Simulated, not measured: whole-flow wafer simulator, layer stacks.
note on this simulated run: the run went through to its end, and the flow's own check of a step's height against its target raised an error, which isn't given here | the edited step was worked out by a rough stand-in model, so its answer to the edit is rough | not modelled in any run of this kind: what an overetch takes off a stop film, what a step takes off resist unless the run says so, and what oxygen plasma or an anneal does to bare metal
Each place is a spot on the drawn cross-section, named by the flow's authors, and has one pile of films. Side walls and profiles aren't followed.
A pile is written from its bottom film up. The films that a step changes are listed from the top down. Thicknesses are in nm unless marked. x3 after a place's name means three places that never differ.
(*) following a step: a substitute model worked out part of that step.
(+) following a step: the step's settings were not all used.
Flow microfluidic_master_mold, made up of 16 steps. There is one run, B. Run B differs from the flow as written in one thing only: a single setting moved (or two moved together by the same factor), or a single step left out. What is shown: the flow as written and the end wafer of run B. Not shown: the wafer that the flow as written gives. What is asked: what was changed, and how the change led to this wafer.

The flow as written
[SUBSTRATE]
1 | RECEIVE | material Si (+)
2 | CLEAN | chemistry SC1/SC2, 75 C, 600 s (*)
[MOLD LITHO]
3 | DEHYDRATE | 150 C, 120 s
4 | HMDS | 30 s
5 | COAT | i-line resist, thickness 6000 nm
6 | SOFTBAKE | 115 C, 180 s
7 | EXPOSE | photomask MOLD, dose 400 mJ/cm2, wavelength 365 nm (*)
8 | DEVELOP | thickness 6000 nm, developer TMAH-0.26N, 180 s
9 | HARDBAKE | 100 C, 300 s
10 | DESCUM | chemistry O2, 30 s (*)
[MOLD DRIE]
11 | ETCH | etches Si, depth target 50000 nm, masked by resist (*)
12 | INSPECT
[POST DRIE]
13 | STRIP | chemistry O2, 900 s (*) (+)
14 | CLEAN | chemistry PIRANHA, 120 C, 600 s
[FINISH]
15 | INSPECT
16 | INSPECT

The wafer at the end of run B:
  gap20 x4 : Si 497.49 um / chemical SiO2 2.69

The reason: step 11, ETCH: depth target 27500 nm was run, though the flow has depth target 50000 nm.

How this came from the change, step by step:
  11 | ETCH | etches Si, depth target 50000 nm, masked by resist (*)
      gap20 x4: -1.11 chemical SiO2 (all of it), -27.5 um Si (it would be, as written: -1.11 chemical SiO2 (all of it), -50 um Si)
      ridge: -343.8 i-line resist (it would be, as written: -625 i-line resist)
  13 | STRIP | chemistry O2, 900 s (*) (+)
      ridge: -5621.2 i-line resist (all of it), +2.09 chemical SiO2, -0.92 Si (it would be, as written: -5339.9 i-line resist (all of it), +2.09 chemical SiO2, -0.92 Si)
